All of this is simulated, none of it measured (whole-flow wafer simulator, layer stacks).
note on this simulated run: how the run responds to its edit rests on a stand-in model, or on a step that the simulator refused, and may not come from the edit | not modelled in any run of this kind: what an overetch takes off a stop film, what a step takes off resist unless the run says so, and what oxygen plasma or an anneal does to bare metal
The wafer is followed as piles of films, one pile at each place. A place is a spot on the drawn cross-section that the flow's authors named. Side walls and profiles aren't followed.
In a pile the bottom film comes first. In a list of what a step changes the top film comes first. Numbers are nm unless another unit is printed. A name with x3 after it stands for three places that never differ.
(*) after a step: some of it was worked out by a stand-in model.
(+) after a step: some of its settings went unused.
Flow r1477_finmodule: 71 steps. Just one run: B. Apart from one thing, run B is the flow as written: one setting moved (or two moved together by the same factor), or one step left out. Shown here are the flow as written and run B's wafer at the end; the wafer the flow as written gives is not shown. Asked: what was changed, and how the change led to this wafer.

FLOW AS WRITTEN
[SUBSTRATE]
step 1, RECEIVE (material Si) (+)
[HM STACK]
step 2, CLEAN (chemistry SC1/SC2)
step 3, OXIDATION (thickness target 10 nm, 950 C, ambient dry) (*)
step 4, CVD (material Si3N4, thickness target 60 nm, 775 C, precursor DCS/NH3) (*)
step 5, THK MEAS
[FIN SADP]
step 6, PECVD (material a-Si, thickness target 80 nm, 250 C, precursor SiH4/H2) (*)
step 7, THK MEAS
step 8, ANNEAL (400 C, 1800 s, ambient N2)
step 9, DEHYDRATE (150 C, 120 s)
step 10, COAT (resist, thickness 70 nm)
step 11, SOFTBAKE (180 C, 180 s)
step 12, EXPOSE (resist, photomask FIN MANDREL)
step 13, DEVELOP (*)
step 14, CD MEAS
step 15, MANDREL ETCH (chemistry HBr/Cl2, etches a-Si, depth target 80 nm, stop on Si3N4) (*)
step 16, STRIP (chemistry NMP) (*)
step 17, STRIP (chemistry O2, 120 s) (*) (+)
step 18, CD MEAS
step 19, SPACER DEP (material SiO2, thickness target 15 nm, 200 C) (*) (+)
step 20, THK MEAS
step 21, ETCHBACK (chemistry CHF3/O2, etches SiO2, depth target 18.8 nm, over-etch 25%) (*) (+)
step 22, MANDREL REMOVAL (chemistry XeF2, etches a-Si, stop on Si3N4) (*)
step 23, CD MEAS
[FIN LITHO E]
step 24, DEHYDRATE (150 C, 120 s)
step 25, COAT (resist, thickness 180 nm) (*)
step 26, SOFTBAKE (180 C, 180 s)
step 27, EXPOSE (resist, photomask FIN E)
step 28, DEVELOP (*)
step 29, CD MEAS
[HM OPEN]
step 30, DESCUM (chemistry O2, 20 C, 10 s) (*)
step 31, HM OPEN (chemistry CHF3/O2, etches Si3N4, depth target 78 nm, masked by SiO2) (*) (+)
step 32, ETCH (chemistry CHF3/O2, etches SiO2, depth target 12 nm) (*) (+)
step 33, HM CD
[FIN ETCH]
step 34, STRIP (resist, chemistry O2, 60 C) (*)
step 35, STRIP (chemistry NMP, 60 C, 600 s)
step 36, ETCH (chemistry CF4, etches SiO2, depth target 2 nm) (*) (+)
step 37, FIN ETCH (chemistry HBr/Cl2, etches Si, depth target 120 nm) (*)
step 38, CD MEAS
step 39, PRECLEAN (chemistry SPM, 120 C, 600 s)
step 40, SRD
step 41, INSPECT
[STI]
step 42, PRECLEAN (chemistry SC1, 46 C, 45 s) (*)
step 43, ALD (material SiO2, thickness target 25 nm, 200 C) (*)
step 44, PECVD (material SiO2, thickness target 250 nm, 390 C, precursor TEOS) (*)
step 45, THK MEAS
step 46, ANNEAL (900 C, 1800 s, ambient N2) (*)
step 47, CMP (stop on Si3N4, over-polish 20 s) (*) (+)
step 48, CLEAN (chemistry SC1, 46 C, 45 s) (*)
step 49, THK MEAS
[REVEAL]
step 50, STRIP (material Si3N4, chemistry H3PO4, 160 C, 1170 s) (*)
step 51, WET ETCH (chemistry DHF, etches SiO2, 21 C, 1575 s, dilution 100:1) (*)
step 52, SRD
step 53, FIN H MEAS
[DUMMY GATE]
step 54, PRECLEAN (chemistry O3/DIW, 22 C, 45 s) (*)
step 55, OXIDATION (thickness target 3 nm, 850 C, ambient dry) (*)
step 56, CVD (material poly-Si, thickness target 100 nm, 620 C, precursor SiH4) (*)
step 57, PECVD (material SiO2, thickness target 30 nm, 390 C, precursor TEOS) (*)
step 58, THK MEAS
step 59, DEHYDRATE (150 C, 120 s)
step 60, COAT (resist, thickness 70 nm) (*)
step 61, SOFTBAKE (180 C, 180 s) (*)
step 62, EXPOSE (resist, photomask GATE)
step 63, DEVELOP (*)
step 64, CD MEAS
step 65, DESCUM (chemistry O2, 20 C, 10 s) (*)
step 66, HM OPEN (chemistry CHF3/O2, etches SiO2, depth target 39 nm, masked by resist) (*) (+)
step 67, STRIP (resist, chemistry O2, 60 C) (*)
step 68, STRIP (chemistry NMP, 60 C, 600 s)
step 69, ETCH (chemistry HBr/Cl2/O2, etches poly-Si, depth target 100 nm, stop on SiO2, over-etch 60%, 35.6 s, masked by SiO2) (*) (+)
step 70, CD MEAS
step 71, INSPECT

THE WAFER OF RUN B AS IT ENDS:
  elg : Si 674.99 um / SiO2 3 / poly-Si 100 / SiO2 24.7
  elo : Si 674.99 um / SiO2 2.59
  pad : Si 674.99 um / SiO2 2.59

What caused this: step 37, FIN ETCH: chemistry HBr/Cl2, etches Si, depth target 120 nm (*), was not run.

The path from the change to this, step by step:
  step 43, ALD (material SiO2, thickness target 25 nm, 200 C) (*)
      s40cg, s45cg, s50cg, s40co, s45co, s50co: SiO2 gains 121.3 (new film) (in the flow as written it would be: SiO2 gains 232.1 (new film))
      esg: SiO2 gains 91.4 (new film) (in the flow as written it would be: SiO2 gains 194.3 (new film))
  step 47, CMP (stop on Si3N4, over-polish 20 s) (*) (+)
      elg, e40lg, e100lg, e200lg, elo, e40lo, e100lo, e200lo: SiO2 loses 263.8 (all of it), Si3N4 loses 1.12 (in the flow as written it would be: SiO2 loses 241.6)
      pad, padg, e40sg and 11 more: SiO2 loses 197.9 (in the flow as written it would be: SiO2 loses 71.8)
      (and at 14 other places as well)
  step 50, STRIP (material Si3N4, chemistry H3PO4, 160 C, 1170 s) (*)
      elg, e40lg, e100lg, e200lg, elo, e40lo, e100lo, e200lo: Si3N4 loses 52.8 (all of it), SiO2 loses 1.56 (in the flow as written it would be: SiO2 loses 4.28)
      s40sg_line, s45sg_line, s50sg_line, s40so_line, s45so_line, s50so_line: Si3N4 loses 52.8 (all of it), SiO2 loses 1.56 (in the flow as written it would be: Si3N4 loses 58.9 (all of it), SiO2 loses 1.37)
  step 51, WET ETCH (chemistry DHF, etches SiO2, 21 C, 1575 s, dilution 100:1) (*)
      pad, padg, e40sg and 11 more: SiO2 loses 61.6 (all of it), chemical SiO2 loses 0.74 (all of it) (in the flow as written it would be: SiO2 loses 85.7)
      elg, e40lg, e100lg, e200lg, elo, e40lo, e100lo, e200lo: SiO2 loses 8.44 (all of it) (in the flow as written it would be: SiO2 loses 17.8 (all of it), Si3N4 loses 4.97)
      (and at 8 other places as well)
  step 54, PRECLEAN (chemistry O3/DIW, 22 C, 45 s) (*)
      pad, padg, elg and 27 more: chemical SiO2 gains 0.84 (new film), Si loses 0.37 (in the flow as written it would be: nothing)
  step 55, OXIDATION (thickness target 3 nm, 850 C, ambient dry) (*)
      pad, padg, e40sg and 12 more: SiO2 gains 3 (new film), chemical SiO2 loses 0.84 (all of it), Si loses 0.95 (in the flow as written it would be: SiO2 gains 1.21, chemical SiO2 loses 0.74 (all of it), Si loses 0.21)
      elg, e40lg, e100lg, e200lg, elo, e40lo, e100lo, e200lo: SiO2 gains 3 (new film), chemical SiO2 loses 0.84 (all of it), Si loses 0.95 (in the flow as written it would be: nothing)
      (and at 7 other places as well)
  step 56, CVD (material poly-Si, thickness target 100 nm, 620 C, precursor SiH4) (*)
      s40cg, s40co: poly-Si gains 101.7 (new film) (in the flow as written it would be: poly-Si gains 113.9 (new film))
      s45cg, s45co: poly-Si gains 101.1 (new film) (in the flow as written it would be: poly-Si gains 113.4 (new film))
      (and at 3 other places as well)
  step 60, COAT (resist, thickness 70 nm) (*)
      s40sg, s45sg, s40so, s45so: resist gains 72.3 (new film) (in the flow as written it would be: resist gains 91 (new film))
      e40lg, e40lo: resist gains 69.8 (new film) (in the flow as written it would be: resist gains 66.9 (new film))
      (and at 15 other places as well)
  step 63, DEVELOP (*)
      s40so, s45so: resist loses 72.3 (all of it) (in the flow as written it would be: resist loses 91 (all of it))
      elo: resist loses 69.2 (all of it) (in the flow as written it would be: resist loses 66.9 (all of it))
      (and at 8 other places as well)
  step 67, STRIP (resist, chemistry O2, 60 C) (*)
      s40sg, s45sg: resist loses 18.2 (all of it) (in the flow as written it would be: resist loses 36.9 (all of it))
      elg: resist loses 15.1 (all of it) (in the flow as written it would be: resist loses 15.9 (all of it))
      (and at 8 other places as well)
  step 69, ETCH (chemistry HBr/Cl2/O2, etches poly-Si, depth target 100 nm, stop on SiO2, over-etch 60%, 35.6 s, masked by SiO2) (*) (+)
      s40co: chemical SiO2 loses 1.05 (all of it), poly-Si loses 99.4 (all of it), SiO2 loses 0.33 (in the flow as written it would be: chemical SiO2 loses 1.46 (all of it), poly-Si loses 111.5 (all of it), SiO2 loses 0.24)
      s45co: chemical SiO2 loses 1.05 (all of it), poly-Si loses 98.9 (all of it), SiO2 loses 0.36 (in the flow as written it would be: chemical SiO2 loses 1.46 (all of it), poly-Si loses 110.9 (all of it), SiO2 loses 0.25)
      (and at 1 other place as well)
